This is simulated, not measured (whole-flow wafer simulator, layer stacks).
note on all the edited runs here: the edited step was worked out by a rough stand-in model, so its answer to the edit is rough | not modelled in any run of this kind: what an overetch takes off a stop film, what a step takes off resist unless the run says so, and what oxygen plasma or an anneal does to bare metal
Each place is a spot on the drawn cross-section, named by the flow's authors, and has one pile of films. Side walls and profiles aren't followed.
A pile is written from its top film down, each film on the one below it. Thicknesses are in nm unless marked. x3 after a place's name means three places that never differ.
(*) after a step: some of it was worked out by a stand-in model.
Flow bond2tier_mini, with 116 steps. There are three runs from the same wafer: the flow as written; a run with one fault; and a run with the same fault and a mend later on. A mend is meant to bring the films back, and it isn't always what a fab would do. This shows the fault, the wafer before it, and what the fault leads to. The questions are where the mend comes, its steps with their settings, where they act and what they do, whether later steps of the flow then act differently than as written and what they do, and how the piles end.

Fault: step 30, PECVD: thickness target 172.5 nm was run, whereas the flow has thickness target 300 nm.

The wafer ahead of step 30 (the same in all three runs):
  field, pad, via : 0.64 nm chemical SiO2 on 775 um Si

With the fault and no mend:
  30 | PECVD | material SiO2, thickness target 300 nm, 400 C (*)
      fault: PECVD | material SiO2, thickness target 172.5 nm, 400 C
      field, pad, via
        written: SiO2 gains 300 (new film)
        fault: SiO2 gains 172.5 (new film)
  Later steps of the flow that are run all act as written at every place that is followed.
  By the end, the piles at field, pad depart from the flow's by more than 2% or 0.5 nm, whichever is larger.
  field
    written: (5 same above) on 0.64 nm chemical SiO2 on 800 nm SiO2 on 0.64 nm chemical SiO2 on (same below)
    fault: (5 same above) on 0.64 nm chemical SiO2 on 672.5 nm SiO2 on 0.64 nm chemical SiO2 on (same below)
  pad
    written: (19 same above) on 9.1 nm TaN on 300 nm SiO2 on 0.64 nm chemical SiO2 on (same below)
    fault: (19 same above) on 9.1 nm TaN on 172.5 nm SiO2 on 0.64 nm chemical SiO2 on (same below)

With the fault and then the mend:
  After step 30 comes the mend.
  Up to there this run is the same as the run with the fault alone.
  30a | PECVD | material SiO2, thickness target 127.5 nm, 400 C (the flow's step 30, run once more with other settings)
      field, pad, via
        SiO2 gains 127.5
  Later steps of the flow that are run all act as written at every place that is followed.
  The piles end the same as the flow's at every place that both follow.
